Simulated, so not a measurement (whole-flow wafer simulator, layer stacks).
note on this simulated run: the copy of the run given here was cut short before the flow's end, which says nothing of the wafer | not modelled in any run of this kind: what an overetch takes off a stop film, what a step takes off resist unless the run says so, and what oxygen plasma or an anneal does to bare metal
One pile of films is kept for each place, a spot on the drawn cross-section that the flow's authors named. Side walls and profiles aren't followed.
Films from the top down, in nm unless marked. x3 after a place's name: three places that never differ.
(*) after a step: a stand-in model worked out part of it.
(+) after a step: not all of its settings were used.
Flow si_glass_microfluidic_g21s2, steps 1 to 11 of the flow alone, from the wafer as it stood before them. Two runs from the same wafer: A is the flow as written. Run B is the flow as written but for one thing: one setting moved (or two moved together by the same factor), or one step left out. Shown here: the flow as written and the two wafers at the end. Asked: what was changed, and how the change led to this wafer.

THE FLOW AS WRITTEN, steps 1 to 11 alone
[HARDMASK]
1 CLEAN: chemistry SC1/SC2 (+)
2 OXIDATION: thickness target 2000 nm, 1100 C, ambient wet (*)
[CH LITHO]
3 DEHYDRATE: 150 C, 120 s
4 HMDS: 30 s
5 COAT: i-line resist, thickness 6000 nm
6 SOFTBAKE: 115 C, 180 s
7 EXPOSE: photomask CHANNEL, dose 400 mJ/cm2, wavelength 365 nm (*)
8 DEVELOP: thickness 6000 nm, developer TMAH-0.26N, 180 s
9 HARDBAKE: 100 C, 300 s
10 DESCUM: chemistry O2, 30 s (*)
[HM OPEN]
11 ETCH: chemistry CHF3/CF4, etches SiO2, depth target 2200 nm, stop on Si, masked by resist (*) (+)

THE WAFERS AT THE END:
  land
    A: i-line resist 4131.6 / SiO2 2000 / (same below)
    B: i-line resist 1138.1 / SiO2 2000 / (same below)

The cause: step 5, COAT: thickness 3000 nm was run, where the flow has thickness 6000 nm.

How the change led to this, step by step:
  5 COAT: i-line resist, thickness 6000 nm
      land, trench20 x3: A i-line resist +6000 (new film) | B i-line resist +3000 (new film)
  8 DEVELOP: thickness 6000 nm, developer TMAH-0.26N, 180 s
      trench20 x3: A i-line resist -6000 (all of it) | B i-line resist -3000 (all of it)
  9 HARDBAKE: 100 C, 300 s
      land: A i-line resist -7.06 | B i-line resist -0.57
